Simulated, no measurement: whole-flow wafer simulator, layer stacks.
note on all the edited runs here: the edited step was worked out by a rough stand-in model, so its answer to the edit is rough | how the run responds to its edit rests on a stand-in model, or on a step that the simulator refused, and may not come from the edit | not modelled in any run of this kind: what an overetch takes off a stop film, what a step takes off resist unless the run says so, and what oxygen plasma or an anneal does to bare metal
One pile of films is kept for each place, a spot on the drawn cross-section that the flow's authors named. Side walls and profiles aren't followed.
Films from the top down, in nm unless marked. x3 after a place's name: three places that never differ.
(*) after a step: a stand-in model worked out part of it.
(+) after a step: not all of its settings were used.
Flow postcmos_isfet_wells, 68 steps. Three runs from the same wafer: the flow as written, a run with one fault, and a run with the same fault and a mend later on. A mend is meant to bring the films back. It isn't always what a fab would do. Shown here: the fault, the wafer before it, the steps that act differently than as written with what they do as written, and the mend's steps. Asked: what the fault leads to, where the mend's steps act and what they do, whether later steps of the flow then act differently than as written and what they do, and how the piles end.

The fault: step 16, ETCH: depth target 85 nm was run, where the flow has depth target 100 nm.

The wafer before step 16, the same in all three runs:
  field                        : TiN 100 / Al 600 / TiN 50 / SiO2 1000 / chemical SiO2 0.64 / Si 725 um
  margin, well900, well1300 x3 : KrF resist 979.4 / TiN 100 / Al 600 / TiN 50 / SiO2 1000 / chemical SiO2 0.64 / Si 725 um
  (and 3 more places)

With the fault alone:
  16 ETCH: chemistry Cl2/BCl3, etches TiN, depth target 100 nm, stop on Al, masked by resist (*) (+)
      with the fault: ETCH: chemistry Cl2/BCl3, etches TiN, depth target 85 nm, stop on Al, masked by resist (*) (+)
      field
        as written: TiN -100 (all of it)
        with the fault: TiN -85
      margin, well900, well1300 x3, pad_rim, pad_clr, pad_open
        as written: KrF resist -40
        with the fault: KrF resist -34
  Later steps of the flow that act differently than as written (2 more steps differ only slightly, by at most 2% or 0.5 nm, whichever is larger, and aren't shown):
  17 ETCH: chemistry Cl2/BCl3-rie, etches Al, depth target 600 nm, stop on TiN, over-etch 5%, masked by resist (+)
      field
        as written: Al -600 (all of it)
        with the fault: TiN -15 (all of it), Al -576
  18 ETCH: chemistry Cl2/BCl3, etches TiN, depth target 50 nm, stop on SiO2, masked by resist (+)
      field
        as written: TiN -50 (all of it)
        with the fault: Al -24 (all of it), TiN -39.9
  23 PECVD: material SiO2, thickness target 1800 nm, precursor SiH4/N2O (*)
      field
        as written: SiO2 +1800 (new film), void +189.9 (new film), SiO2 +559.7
        with the fault: SiO2 +1800 (new film), void +182.6 (new film), SiO2 +557.3 (new film)
  At the end the piles differ from the flow's by more than 2% or 0.5 nm, whichever is larger, at field.
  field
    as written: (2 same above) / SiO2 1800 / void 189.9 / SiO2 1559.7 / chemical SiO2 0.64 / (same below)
    with the fault: (2 same above) / SiO2 1800 / void 182.6 / SiO2 557.3 / TiN 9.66 / SiO2 1000 / chemical SiO2 0.64 / (same below)

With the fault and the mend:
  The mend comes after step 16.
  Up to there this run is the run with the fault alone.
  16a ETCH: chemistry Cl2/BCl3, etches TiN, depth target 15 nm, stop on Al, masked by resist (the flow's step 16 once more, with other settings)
      margin, well900, well1300 x3, pad_rim, pad_clr, pad_open
        KrF resist -6
      field
        TiN -15 (all of it)
  No later step of the flow acts differently than as written at any place that is followed.
  At the end the piles are the same as the flow's at every place that both follow.
